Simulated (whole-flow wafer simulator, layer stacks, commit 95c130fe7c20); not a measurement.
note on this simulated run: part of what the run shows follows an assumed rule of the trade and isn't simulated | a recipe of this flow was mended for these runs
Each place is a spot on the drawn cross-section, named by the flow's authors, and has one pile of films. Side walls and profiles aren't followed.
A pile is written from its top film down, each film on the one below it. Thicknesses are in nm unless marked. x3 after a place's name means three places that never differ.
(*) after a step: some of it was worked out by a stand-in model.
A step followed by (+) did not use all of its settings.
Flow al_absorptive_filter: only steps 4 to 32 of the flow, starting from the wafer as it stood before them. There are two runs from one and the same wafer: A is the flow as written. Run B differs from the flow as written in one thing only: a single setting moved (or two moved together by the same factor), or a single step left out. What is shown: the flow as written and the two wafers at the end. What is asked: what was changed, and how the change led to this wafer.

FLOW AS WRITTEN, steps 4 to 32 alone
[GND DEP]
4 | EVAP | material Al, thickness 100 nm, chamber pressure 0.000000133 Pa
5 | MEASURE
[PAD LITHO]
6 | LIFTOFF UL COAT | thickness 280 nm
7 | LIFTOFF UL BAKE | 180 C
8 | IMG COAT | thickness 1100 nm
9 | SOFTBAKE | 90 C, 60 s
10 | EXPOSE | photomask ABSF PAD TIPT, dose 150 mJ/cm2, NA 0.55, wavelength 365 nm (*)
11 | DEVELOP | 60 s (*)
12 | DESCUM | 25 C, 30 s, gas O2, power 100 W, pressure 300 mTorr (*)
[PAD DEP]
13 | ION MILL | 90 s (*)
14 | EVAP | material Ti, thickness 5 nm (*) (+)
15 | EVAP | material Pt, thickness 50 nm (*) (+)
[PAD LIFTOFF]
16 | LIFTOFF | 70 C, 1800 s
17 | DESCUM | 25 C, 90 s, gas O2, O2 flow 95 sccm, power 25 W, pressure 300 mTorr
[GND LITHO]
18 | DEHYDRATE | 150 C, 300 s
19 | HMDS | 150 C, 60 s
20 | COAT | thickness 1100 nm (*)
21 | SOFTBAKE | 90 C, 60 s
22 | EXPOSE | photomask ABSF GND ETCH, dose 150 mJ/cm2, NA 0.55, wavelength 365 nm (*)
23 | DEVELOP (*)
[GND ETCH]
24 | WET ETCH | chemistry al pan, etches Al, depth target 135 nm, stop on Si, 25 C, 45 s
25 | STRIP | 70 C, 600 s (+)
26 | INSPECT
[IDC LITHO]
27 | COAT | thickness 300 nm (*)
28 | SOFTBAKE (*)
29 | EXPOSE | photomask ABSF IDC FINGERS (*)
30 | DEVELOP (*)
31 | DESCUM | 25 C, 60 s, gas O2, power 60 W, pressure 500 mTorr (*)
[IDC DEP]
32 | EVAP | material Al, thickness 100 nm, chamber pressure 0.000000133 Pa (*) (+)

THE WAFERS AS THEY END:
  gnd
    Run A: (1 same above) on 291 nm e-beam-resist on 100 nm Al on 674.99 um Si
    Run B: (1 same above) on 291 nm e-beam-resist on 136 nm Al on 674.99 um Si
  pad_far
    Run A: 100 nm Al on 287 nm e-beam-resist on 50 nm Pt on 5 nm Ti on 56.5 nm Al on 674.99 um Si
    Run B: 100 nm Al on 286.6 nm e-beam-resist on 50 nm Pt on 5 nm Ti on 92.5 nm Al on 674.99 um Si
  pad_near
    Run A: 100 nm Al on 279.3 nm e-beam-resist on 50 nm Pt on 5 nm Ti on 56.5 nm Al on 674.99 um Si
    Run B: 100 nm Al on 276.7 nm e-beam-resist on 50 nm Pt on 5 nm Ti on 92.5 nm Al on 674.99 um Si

The reason: step 4, EVAP: thickness 136 nm was run, while the flow as written has thickness 100 nm.
The wafer itself shows it: gnd has Al 136, and step 4 as written asks for 100 nm.

The path from the change to this, step by step:
  4 | EVAP | material Al, thickness 100 nm, chamber pressure 0.000000133 Pa
      gnd, pad_far, pad_near and 11 more: A Al gains 100 (new film) | B Al gains 136 (new film)
  24 | WET ETCH | chemistry al pan, etches Al, depth target 135 nm, stop on Si, 25 C, 45 s
      res, xl_gap, idc_field x2, idc_line: A Al loses 86.7 (all of it) | B Al loses 122.7 (all of it)
  27 | COAT | thickness 300 nm (*)
      ledge: A e-beam-resist gains 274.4 (new film) | B e-beam-resist gains 263.9 (new film)
      res: A e-beam-resist gains 349.6 (new film) | B e-beam-resist gains 366.3 (new film)
      (as well as at 1 more place)
